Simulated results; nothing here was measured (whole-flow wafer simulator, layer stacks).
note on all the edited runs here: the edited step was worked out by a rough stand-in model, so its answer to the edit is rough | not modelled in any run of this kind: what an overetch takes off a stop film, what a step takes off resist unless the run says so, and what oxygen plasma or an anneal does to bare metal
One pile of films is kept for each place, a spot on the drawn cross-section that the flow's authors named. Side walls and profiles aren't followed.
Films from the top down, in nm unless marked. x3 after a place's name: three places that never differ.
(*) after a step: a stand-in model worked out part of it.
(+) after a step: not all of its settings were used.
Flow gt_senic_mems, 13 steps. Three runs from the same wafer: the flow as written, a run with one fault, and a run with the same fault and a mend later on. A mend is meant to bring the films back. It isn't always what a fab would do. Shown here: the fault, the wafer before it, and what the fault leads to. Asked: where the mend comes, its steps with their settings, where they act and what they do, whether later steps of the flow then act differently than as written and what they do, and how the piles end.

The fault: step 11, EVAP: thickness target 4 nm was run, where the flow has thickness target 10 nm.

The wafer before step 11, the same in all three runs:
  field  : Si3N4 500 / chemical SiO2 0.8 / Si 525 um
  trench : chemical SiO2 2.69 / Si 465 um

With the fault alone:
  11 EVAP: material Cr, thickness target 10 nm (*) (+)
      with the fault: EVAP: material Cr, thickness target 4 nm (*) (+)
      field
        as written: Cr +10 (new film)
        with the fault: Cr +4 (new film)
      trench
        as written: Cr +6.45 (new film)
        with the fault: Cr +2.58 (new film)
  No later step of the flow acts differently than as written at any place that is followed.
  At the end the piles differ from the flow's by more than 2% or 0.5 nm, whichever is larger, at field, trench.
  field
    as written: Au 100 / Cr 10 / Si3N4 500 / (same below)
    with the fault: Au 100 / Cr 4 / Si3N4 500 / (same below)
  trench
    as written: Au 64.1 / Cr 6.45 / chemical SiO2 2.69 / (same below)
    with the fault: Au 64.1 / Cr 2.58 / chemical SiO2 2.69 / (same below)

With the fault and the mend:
  The mend comes after step 11.
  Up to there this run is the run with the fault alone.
  11a EVAP: material Cr, thickness target 6 nm (*) (+) (the flow's step 11 once more, with other settings)
      field
        Cr +6
      trench
        Cr +3.88
  No later step of the flow acts differently than as written at any place that is followed.
  At the end the piles differ from the flow's only slightly at the places that both follow, by at most 2% or 0.5 nm, whichever is larger.
